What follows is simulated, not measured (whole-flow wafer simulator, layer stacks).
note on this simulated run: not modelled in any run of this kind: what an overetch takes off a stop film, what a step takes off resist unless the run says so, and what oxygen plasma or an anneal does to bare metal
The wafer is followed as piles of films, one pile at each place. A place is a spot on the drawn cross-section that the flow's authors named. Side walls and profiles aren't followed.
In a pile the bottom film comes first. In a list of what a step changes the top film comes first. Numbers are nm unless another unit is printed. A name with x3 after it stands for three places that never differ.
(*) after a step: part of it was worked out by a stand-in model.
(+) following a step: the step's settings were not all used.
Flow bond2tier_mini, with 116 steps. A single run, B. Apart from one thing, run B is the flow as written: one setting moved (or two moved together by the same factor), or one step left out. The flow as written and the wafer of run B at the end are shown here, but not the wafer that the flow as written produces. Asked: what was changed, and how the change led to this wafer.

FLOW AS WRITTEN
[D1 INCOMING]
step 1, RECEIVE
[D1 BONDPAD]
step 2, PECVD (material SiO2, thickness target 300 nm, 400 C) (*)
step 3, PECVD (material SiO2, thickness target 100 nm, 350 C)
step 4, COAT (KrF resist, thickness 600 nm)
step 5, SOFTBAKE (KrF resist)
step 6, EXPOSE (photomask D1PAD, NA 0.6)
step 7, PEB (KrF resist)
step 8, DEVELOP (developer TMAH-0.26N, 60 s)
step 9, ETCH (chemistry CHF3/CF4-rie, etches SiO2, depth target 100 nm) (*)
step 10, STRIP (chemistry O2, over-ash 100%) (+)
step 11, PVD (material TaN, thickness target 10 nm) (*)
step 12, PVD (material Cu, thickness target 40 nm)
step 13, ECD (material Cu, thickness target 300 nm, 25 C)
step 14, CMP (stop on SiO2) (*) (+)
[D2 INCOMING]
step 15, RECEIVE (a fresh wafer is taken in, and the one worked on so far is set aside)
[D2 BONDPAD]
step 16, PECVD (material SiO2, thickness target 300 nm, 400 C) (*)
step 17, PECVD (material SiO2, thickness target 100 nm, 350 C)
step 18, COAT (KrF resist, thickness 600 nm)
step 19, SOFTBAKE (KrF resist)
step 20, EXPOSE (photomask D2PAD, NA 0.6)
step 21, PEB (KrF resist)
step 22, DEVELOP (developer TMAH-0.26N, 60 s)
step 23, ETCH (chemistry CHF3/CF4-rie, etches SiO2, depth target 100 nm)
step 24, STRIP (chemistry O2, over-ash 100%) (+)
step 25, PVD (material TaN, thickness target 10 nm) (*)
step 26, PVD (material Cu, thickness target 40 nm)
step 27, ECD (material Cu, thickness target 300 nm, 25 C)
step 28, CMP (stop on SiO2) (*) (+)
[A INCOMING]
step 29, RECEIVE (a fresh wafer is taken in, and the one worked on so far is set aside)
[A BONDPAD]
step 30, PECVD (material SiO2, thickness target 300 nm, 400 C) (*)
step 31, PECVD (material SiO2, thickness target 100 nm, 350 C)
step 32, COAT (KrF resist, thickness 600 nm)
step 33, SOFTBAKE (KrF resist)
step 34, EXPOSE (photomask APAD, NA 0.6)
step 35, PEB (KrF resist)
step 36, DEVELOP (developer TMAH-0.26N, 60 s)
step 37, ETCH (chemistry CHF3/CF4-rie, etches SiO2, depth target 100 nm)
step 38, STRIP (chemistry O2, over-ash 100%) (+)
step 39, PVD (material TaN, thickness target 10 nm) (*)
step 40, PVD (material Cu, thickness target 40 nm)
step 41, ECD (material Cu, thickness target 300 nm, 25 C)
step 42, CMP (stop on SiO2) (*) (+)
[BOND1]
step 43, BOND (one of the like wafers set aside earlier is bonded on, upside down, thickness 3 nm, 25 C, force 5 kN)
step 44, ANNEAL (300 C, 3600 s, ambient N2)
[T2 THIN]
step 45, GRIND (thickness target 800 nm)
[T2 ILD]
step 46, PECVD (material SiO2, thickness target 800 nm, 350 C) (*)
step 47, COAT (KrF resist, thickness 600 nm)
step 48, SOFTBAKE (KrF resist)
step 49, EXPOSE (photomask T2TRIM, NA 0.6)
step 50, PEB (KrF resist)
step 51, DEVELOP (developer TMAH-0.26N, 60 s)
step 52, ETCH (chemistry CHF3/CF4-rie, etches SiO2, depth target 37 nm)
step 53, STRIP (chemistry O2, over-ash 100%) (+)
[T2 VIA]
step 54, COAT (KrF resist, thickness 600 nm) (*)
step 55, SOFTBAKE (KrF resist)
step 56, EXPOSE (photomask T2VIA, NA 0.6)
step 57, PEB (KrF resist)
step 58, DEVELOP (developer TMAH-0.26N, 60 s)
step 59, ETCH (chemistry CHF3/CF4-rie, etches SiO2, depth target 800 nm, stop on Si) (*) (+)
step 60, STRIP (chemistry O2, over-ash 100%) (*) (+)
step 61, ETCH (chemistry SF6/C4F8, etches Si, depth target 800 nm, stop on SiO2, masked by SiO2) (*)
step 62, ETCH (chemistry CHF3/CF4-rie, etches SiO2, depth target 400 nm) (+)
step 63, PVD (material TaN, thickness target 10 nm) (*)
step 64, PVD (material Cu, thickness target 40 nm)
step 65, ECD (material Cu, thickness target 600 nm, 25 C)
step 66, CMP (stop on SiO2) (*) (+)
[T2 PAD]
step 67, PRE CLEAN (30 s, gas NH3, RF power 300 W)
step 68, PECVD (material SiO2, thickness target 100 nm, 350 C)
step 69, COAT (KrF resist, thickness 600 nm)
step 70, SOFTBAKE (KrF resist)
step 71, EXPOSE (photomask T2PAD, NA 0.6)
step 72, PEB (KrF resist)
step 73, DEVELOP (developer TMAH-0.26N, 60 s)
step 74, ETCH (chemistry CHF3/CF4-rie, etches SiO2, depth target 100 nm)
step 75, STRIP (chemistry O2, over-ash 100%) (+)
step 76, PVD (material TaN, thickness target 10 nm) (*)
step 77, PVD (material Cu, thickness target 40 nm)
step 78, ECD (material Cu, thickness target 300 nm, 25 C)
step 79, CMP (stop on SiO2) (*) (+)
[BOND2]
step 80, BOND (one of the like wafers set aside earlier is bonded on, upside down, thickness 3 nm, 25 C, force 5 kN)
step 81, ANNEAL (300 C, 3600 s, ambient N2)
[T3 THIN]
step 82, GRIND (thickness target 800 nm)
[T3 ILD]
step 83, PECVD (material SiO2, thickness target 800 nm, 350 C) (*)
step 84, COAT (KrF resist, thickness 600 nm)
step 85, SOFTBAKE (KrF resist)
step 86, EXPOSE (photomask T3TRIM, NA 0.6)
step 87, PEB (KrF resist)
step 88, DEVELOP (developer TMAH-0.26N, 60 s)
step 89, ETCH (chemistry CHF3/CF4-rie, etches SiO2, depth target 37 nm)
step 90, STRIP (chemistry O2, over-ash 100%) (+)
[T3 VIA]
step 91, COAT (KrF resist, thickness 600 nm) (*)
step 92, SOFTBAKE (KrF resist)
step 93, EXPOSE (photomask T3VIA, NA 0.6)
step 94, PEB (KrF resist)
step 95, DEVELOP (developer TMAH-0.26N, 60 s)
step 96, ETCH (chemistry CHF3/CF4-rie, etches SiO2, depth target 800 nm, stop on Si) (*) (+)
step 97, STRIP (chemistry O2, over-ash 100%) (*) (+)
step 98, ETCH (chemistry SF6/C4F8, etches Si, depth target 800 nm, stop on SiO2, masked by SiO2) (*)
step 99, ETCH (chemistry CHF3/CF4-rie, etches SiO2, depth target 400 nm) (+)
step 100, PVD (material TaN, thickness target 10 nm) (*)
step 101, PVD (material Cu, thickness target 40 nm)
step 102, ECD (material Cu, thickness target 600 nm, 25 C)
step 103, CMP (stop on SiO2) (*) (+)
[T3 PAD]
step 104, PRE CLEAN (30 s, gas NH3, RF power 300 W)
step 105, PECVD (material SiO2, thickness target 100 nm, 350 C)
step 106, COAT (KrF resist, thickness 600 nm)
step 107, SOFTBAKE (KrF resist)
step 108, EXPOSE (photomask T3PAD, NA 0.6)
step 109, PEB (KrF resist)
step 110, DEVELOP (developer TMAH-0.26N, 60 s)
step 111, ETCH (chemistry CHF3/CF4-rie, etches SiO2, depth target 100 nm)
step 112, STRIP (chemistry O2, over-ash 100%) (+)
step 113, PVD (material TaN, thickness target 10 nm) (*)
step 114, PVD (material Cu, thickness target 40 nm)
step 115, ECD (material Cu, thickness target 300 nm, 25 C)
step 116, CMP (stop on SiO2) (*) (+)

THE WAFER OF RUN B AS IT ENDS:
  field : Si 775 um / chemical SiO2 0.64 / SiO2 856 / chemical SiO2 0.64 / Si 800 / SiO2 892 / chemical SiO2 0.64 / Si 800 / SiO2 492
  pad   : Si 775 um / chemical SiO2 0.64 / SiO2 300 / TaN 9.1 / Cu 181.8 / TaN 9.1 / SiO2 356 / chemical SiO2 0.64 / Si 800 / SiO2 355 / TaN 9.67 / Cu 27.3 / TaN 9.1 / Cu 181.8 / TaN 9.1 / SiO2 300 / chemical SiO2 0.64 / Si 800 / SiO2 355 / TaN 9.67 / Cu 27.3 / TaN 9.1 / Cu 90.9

What caused this: step 3, PECVD: thickness target 156 nm was run, whereas the flow has thickness target 100 nm.

The path from the change to this, step by step:
  step 3, PECVD (material SiO2, thickness target 100 nm, 350 C)
      field, pad, via: SiO2 gains 156 (in the flow as written it would be: SiO2 gains 100)
  step 43, BOND (one of the like wafers set aside earlier is bonded on, upside down, thickness 3 nm, 25 C, force 5 kN)
      field: Si gains 775 um (new film), chemical SiO2 gains 0.64 (new film), SiO2 gains 456 (in the flow as written it would be: Si gains 775 um (new film), chemical SiO2 gains 0.64 (new film), SiO2 gains 400)
      pad: Si gains 775 um (new film), chemical SiO2 gains 0.64 (new film), SiO2 gains 356 (new film), TaN gains 9.1 (new film), Cu gains 90.9 (in the flow as written it would be: Si gains 775 um (new film), chemical SiO2 gains 0.64 (new film), SiO2 gains 300 (new film), TaN gains 9.1 (new film), Cu gains 90.9)
      (also at 1 further place)
